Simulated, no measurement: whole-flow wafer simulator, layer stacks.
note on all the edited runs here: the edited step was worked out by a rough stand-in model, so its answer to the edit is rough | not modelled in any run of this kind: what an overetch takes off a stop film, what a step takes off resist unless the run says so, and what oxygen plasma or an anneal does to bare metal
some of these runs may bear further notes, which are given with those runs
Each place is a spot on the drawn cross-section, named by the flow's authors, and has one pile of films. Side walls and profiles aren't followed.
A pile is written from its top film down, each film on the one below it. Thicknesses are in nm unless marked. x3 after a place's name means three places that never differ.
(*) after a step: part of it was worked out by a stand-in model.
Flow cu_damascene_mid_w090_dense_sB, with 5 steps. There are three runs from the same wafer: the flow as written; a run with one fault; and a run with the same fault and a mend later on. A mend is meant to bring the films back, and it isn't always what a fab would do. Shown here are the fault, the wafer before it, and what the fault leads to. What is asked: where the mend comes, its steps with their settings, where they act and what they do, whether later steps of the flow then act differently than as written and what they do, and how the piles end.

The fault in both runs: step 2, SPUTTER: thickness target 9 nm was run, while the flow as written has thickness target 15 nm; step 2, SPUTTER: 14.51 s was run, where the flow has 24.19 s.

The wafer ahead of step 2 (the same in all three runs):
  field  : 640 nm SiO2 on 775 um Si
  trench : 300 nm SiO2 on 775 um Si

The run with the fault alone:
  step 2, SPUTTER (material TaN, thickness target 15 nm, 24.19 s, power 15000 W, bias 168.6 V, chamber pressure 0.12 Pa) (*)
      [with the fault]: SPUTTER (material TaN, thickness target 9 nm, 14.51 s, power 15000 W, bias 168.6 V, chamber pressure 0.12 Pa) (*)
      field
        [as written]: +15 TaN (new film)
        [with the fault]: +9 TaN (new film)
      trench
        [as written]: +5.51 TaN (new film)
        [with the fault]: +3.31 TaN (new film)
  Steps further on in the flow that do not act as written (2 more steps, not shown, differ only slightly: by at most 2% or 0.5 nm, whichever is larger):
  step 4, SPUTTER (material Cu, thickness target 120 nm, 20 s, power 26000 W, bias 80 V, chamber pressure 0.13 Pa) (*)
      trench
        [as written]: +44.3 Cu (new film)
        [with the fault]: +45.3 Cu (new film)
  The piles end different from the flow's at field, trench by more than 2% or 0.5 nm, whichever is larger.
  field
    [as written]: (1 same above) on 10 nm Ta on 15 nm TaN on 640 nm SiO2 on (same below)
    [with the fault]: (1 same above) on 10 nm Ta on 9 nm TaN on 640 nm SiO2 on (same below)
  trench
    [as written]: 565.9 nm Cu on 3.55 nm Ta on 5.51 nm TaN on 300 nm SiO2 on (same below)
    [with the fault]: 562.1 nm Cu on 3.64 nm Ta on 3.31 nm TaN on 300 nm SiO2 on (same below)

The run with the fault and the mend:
  The mend stands after step 2.
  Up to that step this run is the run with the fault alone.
  step 2a, SPUTTER (material TaN, thickness target 6 nm, 9.676 s, power 15000 W, bias 168.6 V, chamber pressure 0.12 Pa) (*) (the flow's step 2, run once more with other settings)
      field
        +6 TaN
      trench
        +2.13 TaN
  None of the later steps of the flow differs from how it acts as written, at any place that is followed, by more than 2% or 0.5 nm, whichever is larger.
  When the end is reached, the piles differ only a little from the flow's at the places that both follow, at most by 2% or 0.5 nm, whichever is larger.
